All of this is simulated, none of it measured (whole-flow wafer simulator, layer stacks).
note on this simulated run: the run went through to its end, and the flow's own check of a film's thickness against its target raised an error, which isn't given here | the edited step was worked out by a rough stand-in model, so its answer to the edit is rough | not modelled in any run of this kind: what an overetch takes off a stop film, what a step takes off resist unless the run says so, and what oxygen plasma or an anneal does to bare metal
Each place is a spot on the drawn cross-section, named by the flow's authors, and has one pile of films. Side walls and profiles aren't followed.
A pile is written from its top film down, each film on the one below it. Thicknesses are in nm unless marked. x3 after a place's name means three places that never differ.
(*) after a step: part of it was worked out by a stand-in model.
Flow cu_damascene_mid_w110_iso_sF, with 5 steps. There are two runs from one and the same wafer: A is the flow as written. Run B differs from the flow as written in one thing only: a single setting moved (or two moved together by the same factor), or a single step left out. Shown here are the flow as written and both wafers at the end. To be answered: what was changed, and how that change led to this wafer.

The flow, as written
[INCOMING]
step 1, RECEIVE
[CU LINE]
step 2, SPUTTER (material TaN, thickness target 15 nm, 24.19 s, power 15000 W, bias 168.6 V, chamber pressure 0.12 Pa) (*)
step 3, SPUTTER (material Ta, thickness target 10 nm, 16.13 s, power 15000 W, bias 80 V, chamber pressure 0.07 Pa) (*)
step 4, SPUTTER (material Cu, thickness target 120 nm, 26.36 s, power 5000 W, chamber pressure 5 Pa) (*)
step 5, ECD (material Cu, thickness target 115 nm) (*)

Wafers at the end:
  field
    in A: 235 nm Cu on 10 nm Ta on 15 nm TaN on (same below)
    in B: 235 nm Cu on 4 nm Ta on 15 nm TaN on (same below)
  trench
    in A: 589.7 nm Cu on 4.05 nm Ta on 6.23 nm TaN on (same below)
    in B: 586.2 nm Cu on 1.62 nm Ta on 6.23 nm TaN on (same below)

Cause: step 3, SPUTTER: thickness target 4 nm was run, whereas the flow has thickness target 10 nm; step 3, SPUTTER: 6.45 s was run, where the flow has 16.13 s.
The wafer lets one read it off: field has Ta 4, and step 3 as written asks for 10 nm.

The path from the change to this, step by step:
  step 3, SPUTTER (material Ta, thickness target 10 nm, 16.13 s, power 15000 W, bias 80 V, chamber pressure 0.07 Pa) (*)
      field: A Ta gains 10 (new film) | B Ta gains 4 (new film)
      trench: A Ta gains 4.05 (new film) | B Ta gains 1.62 (new film)
